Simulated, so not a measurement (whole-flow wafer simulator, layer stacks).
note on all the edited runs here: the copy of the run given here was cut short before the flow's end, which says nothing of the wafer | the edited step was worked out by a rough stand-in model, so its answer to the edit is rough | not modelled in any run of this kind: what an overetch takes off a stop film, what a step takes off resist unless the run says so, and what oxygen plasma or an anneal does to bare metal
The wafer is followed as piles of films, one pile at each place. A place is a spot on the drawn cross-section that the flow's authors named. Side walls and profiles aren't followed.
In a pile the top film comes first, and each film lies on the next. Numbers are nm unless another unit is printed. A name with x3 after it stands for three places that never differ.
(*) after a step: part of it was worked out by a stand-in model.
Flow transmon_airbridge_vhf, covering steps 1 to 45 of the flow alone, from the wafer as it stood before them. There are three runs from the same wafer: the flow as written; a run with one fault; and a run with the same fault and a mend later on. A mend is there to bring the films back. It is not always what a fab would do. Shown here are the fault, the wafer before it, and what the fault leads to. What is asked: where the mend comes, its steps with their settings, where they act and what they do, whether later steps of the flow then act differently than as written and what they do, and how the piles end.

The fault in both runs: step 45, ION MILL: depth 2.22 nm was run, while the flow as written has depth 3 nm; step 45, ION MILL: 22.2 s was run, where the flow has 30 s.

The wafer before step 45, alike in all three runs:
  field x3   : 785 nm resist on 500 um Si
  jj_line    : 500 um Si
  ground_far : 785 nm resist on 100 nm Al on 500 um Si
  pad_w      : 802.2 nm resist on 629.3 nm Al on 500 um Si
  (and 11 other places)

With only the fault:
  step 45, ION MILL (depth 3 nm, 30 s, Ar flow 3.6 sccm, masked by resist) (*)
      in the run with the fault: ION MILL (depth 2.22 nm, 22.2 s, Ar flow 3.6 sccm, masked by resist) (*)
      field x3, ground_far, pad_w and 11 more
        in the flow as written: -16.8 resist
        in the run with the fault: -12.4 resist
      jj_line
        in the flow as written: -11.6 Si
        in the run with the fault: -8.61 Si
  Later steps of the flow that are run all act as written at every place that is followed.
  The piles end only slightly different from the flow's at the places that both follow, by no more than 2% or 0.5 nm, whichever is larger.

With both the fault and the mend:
  The mend follows step 45.
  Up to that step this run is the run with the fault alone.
  step 45a, ION MILL (depth 0.78 nm, 7.8 s, Ar flow 3.6 sccm, masked by resist) (*) (the flow's step 45, run once more with other settings)
      field x3, ground_far, pad_w and 11 more
        -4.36 resist
      jj_line
        -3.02 Si
  Later steps of the flow that are run all act as written at every place that is followed.
  At every place that both follow, the piles at the end match the flow's.
